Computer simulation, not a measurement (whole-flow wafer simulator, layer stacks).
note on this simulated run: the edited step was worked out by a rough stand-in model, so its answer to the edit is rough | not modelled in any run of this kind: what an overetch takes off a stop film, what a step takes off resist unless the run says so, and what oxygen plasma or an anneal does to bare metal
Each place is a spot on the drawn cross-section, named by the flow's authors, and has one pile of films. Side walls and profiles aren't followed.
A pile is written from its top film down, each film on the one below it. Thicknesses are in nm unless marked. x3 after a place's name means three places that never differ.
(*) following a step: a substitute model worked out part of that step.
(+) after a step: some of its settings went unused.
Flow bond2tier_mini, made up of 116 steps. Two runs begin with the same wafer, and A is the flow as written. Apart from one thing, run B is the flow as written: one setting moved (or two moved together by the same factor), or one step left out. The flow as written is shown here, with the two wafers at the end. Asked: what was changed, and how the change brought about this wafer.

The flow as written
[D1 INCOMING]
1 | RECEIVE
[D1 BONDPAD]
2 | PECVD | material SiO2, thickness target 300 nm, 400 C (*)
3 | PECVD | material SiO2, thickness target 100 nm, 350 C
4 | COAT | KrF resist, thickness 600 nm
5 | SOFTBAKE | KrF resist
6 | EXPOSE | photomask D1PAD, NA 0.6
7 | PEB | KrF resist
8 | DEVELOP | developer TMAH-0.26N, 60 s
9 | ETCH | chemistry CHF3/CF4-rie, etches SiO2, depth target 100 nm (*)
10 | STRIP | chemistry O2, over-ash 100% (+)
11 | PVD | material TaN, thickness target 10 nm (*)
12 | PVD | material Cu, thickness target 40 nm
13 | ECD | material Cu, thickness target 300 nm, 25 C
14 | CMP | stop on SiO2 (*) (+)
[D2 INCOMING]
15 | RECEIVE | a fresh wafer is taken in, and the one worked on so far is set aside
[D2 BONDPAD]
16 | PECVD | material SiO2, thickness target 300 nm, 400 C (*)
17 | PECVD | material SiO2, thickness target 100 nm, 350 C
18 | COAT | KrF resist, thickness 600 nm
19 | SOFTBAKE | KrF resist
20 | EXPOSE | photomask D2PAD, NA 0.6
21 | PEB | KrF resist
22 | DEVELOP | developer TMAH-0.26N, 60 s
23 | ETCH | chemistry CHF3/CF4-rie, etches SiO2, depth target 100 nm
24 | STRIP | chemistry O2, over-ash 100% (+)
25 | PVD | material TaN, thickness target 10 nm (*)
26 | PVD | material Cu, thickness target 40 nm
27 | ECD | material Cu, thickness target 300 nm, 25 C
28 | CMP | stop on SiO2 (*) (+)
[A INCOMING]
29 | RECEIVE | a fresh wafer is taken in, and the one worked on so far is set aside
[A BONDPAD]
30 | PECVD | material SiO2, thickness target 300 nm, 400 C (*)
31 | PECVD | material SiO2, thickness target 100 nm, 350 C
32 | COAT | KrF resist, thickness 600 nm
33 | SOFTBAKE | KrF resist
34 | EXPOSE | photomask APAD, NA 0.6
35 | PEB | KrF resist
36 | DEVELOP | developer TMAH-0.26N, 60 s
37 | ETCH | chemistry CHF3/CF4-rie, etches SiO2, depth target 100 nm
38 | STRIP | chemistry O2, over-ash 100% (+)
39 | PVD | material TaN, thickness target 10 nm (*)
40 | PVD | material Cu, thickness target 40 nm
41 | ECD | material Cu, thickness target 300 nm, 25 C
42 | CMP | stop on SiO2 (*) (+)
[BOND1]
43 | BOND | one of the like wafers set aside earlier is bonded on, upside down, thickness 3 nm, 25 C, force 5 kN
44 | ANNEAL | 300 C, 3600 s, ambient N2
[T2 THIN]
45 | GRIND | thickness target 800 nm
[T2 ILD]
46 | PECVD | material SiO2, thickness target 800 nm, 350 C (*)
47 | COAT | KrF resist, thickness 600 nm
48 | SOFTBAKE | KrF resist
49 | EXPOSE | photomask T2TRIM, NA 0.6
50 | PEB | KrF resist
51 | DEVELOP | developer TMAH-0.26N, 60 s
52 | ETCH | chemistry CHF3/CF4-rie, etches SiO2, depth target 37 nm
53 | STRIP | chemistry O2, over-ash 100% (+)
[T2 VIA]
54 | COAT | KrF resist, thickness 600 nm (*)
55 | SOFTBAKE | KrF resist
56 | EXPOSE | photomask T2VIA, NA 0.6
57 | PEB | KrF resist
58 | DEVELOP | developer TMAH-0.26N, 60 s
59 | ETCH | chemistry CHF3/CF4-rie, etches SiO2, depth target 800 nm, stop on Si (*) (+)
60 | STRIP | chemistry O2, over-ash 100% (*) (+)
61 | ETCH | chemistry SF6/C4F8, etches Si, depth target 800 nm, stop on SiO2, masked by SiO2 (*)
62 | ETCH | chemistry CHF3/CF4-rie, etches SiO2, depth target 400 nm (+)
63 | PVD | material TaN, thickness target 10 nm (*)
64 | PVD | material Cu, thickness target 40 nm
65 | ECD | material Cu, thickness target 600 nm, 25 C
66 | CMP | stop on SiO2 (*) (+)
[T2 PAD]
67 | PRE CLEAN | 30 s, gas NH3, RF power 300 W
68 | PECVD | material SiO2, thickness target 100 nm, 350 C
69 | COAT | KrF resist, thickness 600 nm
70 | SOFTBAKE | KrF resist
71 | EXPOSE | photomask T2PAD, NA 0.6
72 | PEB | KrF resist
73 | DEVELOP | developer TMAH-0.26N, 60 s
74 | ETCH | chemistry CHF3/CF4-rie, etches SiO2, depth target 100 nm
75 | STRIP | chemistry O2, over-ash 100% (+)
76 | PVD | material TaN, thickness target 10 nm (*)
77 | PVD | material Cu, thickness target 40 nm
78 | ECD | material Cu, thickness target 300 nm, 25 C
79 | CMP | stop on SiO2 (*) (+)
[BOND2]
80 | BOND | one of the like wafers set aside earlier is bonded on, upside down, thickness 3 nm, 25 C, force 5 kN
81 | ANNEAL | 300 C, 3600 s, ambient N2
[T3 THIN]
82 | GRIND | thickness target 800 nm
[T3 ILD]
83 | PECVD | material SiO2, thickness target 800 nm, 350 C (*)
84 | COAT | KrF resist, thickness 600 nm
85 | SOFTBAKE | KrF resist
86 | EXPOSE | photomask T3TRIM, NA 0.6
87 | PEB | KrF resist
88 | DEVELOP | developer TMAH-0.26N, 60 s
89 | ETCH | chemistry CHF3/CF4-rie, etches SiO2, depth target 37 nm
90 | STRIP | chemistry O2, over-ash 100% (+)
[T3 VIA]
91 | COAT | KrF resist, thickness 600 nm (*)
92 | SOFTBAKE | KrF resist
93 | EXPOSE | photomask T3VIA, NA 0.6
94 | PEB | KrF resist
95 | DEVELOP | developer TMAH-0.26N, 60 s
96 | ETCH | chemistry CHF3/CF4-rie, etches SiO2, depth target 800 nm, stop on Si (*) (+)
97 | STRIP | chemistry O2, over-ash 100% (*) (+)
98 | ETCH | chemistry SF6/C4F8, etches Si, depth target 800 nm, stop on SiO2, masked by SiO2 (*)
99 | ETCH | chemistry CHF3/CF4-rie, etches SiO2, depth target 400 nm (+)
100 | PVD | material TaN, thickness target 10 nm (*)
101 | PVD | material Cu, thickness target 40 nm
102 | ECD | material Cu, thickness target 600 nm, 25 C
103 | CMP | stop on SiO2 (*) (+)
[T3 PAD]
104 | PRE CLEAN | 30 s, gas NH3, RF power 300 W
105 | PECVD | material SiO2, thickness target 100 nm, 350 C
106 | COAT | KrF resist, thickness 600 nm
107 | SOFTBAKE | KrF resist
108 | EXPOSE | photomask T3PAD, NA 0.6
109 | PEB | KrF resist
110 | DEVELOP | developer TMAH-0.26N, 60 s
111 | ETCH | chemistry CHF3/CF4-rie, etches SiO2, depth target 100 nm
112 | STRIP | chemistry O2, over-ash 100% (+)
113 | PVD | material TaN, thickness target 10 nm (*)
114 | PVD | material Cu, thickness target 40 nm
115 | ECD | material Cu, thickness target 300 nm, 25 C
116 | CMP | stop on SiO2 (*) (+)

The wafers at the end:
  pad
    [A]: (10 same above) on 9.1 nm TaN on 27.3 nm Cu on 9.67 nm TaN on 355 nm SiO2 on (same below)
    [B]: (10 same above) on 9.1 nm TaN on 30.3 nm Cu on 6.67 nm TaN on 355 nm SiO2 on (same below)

The reason: step 63, PVD: thickness target 6.9 nm was run, while the flow as written has thickness target 10 nm.

The path from the change to this, step by step:
  63 | PVD | material TaN, thickness target 10 nm (*)
      field: A +10 TaN (new film) | B +6.9 TaN (new film)
      pad: A +9.67 TaN (new film) | B +6.67 TaN (new film)
  66 | CMP | stop on SiO2 (*) (+)
      field: A -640 Cu (all of it), -10 TaN (all of it) | B -640 Cu (all of it), -6.9 TaN (all of it)
